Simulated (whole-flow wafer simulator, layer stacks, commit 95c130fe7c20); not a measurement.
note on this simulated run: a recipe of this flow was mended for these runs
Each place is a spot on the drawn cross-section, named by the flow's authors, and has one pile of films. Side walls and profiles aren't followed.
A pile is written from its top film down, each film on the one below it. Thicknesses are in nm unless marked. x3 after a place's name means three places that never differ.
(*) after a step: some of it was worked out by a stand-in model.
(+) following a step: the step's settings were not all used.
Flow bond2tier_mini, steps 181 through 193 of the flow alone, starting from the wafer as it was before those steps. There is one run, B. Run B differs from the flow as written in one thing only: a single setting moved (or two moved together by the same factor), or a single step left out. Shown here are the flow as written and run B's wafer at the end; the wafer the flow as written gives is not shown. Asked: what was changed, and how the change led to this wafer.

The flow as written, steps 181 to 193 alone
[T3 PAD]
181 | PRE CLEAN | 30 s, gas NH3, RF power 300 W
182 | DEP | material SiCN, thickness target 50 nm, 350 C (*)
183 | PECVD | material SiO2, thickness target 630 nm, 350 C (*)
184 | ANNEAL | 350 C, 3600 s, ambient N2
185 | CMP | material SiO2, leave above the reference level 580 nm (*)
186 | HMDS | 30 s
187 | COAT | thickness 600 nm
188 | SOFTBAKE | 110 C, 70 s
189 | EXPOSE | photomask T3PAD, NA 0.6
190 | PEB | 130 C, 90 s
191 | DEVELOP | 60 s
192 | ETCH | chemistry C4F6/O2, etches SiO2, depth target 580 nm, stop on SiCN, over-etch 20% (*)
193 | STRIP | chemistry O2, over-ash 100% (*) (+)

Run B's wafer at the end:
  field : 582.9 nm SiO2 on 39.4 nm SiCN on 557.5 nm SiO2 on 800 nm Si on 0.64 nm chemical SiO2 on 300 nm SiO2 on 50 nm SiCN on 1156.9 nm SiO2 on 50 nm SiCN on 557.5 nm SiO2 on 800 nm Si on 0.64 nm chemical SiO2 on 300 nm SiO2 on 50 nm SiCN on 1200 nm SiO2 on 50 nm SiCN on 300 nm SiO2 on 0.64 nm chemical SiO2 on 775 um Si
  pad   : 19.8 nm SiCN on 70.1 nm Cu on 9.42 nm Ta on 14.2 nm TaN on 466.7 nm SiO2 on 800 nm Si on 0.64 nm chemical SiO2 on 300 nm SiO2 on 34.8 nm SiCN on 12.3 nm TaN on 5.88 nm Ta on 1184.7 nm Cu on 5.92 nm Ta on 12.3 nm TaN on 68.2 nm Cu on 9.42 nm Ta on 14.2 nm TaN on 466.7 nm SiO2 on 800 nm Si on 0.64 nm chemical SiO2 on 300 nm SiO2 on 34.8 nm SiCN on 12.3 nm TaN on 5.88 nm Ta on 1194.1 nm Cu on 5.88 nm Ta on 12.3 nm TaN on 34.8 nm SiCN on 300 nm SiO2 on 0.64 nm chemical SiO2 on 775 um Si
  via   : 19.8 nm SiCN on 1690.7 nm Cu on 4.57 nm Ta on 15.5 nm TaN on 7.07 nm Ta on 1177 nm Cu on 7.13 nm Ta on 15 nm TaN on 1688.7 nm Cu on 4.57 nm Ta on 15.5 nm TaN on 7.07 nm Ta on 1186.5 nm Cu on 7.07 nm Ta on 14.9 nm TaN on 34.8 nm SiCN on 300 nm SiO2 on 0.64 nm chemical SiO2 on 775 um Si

Cause: step 182, DEP: thickness target 39.4 nm was run, whereas the flow has thickness target 50 nm.
The wafer lets one read it off: field has SiCN 39.4, and step 182 as written asks for 50 nm.

The path from the change to this, step by step:
  182 | DEP | material SiCN, thickness target 50 nm, 350 C (*)
      field, pad, via: +39.4 SiCN (new film) (as written it would have been: +50 SiCN (new film))
